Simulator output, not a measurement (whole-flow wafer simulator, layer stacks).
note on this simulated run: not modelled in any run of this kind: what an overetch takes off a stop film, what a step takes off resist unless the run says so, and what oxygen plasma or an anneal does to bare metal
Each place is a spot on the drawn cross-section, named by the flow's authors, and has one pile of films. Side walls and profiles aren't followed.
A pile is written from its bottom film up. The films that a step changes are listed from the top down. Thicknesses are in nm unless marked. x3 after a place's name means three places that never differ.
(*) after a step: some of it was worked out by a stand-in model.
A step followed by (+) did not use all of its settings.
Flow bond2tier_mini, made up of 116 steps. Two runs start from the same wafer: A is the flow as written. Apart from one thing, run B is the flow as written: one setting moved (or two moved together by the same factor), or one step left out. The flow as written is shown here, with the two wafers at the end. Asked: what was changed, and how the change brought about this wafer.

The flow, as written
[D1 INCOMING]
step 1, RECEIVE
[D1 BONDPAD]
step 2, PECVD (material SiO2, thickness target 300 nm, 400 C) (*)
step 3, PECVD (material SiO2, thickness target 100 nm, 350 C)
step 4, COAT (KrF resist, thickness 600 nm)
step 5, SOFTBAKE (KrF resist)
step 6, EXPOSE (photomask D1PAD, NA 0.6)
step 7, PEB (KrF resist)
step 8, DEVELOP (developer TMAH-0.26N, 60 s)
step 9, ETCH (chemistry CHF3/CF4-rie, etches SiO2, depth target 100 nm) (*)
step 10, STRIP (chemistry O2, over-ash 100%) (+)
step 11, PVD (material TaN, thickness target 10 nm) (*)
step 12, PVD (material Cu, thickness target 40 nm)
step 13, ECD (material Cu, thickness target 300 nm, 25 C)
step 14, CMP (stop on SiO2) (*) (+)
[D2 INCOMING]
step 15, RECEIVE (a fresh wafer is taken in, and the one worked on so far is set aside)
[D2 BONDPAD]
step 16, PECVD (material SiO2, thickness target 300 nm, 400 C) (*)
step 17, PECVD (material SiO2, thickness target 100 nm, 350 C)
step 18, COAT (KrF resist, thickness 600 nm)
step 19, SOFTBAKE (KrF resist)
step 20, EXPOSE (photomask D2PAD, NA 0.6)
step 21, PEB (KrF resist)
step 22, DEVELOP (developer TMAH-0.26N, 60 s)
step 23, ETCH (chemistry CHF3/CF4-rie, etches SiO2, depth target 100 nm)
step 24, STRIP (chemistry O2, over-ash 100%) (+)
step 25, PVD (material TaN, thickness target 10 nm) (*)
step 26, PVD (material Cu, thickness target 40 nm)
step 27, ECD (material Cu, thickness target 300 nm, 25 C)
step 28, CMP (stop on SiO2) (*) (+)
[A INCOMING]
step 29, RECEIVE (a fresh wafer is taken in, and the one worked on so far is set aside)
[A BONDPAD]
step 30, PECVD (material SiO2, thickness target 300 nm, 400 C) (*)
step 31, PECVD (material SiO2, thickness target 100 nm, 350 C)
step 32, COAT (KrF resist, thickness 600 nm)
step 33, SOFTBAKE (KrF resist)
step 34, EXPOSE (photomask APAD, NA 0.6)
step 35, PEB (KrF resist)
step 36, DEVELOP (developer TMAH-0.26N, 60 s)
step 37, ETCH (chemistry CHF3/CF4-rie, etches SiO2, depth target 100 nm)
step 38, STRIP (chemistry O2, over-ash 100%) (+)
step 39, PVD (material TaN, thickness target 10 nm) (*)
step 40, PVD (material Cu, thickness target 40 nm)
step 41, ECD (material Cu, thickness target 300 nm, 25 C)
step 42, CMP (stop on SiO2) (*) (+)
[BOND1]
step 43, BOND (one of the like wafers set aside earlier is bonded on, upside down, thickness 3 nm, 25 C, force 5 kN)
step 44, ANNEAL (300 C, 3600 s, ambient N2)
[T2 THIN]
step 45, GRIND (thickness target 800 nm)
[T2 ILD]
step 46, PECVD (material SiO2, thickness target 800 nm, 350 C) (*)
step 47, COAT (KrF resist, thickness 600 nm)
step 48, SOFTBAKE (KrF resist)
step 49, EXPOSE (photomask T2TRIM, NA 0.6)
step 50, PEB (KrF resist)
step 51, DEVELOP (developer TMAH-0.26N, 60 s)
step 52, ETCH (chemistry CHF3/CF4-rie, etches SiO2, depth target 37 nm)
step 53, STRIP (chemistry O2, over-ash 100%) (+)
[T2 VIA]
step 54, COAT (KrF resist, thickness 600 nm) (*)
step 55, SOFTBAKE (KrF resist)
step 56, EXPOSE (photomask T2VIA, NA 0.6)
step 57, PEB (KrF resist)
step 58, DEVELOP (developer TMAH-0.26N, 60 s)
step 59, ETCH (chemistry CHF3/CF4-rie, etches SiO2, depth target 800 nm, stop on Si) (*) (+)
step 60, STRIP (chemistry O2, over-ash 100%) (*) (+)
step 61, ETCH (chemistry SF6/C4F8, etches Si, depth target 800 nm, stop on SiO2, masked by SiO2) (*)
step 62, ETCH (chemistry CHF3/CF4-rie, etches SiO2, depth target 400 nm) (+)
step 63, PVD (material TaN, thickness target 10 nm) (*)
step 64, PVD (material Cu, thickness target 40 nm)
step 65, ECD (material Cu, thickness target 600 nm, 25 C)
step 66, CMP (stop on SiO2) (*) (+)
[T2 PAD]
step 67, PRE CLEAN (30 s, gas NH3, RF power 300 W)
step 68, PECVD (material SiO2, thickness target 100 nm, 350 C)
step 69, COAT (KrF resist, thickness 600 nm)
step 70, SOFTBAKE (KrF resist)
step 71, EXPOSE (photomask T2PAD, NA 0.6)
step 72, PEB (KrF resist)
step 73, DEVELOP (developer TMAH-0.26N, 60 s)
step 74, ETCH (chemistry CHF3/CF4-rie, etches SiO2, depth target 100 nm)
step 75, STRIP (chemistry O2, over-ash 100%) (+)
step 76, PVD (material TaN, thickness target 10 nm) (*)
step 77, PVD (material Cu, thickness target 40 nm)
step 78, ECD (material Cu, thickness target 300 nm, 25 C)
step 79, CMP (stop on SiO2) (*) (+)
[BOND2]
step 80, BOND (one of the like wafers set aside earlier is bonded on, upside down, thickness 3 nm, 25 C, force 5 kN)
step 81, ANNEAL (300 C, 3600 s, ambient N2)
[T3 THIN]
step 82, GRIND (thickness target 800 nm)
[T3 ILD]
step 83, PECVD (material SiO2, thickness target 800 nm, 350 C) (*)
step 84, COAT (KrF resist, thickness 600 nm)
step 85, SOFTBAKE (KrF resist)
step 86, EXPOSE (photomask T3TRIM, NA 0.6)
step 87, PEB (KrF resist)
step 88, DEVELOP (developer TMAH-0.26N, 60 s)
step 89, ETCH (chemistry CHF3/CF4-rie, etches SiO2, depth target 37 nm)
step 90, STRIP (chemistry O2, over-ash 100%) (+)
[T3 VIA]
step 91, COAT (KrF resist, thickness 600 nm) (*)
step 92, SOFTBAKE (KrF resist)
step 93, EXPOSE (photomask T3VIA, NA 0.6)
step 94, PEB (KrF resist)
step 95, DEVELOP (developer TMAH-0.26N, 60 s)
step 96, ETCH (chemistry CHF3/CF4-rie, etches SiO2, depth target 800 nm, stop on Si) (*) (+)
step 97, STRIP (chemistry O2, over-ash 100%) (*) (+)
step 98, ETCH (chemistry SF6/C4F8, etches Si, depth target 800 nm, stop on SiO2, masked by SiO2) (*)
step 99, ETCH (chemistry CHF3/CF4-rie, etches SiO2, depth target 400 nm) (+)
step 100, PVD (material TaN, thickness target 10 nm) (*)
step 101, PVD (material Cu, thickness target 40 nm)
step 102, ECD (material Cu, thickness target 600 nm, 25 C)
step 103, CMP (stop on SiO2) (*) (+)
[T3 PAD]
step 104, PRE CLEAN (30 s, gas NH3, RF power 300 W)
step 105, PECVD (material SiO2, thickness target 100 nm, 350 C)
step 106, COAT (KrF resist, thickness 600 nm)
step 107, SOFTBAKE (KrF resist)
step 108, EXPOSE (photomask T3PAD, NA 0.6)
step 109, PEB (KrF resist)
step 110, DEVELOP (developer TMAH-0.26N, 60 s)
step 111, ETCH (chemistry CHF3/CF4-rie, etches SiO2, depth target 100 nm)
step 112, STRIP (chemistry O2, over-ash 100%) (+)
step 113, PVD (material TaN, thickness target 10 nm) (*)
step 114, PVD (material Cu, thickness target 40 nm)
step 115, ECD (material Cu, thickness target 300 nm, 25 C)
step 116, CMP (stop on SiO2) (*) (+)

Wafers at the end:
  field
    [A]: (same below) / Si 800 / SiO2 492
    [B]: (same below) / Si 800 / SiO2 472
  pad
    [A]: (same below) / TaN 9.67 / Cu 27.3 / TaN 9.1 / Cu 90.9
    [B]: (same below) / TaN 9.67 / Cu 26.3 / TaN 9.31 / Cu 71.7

What caused this: step 105, PECVD: thickness target 80 nm was run, while the flow as written has thickness target 100 nm.

The path from the change to this, step by step:
  step 105, PECVD (material SiO2, thickness target 100 nm, 350 C)
      field: A SiO2 gains 100 | B SiO2 gains 80
      pad: A SiO2 gains 100 (new film) | B SiO2 gains 80 (new film)
  step 111, ETCH (chemistry CHF3/CF4-rie, etches SiO2, depth target 100 nm)
      pad: A SiO2 loses 100 (all of it) | B SiO2 loses 80 (all of it), Cu loses 1
  step 115, ECD (material Cu, thickness target 300 nm, 25 C)
      pad: A Cu gains 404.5 | B Cu gains 384.6
